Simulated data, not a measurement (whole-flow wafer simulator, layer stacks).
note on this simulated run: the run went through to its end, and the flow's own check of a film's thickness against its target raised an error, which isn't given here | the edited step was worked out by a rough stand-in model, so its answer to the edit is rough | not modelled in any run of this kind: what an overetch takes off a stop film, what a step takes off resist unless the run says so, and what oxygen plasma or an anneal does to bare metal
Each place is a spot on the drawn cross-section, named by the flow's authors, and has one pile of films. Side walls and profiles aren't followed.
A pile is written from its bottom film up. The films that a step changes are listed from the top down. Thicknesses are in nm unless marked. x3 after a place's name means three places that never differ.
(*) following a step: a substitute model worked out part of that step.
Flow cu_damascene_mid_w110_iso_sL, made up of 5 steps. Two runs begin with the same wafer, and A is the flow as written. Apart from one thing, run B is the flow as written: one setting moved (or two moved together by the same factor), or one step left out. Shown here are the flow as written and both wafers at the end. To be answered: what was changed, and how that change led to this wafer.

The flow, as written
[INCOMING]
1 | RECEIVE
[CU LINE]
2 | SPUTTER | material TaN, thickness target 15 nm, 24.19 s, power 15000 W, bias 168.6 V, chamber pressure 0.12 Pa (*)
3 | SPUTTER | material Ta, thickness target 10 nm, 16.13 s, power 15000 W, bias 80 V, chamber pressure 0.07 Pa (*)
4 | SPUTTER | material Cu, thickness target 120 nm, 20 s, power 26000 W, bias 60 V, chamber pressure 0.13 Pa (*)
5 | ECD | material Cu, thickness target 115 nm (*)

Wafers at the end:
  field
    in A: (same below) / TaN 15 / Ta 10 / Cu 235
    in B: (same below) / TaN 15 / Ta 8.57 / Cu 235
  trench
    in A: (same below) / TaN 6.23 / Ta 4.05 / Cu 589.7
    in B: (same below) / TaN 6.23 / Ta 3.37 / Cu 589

What caused this: step 3, SPUTTER: power 12860 W was run, whereas the flow has power 15000 W.

Step by step, how the change led to this:
  3 | SPUTTER | material Ta, thickness target 10 nm, 16.13 s, power 15000 W, bias 80 V, chamber pressure 0.07 Pa (*)
      field: A +10 Ta (new film) | B +8.57 Ta (new film)
      trench: A +4.05 Ta (new film) | B +3.37 Ta (new film)
